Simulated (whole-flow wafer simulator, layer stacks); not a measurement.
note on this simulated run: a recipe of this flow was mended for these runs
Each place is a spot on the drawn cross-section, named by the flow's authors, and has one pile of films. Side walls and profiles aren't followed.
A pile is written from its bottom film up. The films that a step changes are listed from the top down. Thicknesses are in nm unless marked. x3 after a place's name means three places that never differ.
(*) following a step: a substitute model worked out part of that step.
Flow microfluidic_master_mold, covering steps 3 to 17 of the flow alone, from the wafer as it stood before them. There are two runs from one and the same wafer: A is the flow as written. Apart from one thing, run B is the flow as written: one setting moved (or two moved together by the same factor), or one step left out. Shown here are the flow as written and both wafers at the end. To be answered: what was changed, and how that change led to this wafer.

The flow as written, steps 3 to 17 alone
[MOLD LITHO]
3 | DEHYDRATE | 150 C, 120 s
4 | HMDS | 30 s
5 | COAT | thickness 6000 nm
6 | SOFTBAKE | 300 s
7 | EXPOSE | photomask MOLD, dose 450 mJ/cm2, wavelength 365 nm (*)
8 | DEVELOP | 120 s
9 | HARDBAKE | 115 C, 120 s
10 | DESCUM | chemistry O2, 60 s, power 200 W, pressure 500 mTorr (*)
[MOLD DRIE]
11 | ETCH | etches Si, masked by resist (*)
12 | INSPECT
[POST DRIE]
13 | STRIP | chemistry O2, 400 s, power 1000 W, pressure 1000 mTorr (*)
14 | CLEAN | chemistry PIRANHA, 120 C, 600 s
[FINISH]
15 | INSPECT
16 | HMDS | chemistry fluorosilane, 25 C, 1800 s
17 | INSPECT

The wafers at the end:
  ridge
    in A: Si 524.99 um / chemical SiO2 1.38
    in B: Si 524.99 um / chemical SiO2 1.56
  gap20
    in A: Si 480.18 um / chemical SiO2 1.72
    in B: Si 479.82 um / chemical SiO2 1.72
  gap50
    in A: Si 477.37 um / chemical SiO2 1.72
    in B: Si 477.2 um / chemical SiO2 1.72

Cause: step 5, COAT: thickness 3602 nm was run, whereas the flow has thickness 6000 nm.

Step by step, how the change led to this:
  5 | COAT | thickness 6000 nm
      ridge, gap20, gap50, gap200 x2: A thick-i-line-resist gains 6000 (new film) | B thick-i-line-resist gains 3602 (new film)
  8 | DEVELOP | 120 s
      gap20, gap50, gap200 x2: A thick-i-line-resist loses 6000 (all of it) | B thick-i-line-resist loses 3602 (all of it)
  9 | HARDBAKE | 115 C, 120 s
      ridge: A thick-i-line-resist loses 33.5 | B thick-i-line-resist loses 16.3
  11 | ETCH | etches Si, masked by resist (*)
      gap20: A chemical SiO2 loses 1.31 (all of it), Si loses 44.81 um | B chemical SiO2 loses 1.31 (all of it), Si loses 45.17 um
      gap50: A chemical SiO2 loses 1.31 (all of it), Si loses 47.62 um | B chemical SiO2 loses 1.31 (all of it), Si loses 47.79 um
  13 | STRIP | chemistry O2, 400 s, power 1000 W, pressure 1000 mTorr (*)
      ridge: A thick-i-line-resist loses 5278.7 (all of it), chemical SiO2 gains 0.78, Si loses 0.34 | B thick-i-line-resist loses 2898 (all of it), chemical SiO2 gains 0.96, Si loses 0.42
